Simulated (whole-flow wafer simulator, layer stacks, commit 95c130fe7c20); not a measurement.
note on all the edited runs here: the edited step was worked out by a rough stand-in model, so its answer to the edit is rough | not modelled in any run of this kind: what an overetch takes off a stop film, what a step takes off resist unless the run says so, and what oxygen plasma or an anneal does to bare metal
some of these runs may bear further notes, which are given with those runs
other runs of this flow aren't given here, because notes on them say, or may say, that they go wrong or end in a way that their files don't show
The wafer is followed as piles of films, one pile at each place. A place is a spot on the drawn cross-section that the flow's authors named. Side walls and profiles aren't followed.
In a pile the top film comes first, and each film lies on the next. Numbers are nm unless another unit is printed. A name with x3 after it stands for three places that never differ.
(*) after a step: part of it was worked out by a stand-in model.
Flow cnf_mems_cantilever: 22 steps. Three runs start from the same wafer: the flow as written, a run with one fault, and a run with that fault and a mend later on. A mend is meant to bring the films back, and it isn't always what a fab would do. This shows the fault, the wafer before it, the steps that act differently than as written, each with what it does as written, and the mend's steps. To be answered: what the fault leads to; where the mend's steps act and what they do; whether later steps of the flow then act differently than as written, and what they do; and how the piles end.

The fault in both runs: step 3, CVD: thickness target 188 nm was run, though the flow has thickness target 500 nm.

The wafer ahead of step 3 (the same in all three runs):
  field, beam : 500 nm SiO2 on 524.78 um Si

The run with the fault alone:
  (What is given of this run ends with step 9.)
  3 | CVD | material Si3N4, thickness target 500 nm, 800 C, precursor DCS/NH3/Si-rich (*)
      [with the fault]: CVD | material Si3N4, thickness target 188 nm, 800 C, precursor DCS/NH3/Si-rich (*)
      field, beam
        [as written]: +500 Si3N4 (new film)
        [with the fault]: +188 Si3N4 (new film)
  Every later step of the flow up to step 9 that is run acts as written at every place that is followed.
  The piles after step 9 differ from the flow's at field, beam by more than 2% or 0.5 nm, whichever is larger.
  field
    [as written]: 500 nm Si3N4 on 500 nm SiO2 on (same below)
    [with the fault]: 188 nm Si3N4 on 500 nm SiO2 on (same below)
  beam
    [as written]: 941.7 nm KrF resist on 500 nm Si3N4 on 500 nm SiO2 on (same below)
    [with the fault]: 941.7 nm KrF resist on 188 nm Si3N4 on 500 nm SiO2 on (same below)

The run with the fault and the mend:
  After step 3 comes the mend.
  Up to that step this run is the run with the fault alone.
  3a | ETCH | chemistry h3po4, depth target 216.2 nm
      field, beam
        -188 Si3N4 (all of it)
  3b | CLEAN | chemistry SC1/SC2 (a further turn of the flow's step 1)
      does not change any film at any place that is followed
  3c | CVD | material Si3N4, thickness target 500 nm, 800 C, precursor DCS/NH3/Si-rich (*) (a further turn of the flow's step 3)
      field, beam
        +500 Si3N4 (new film)
  Every later step of the flow that is run acts as written at every place that is followed.
  The piles end the same as the flow's at every place that both follow.
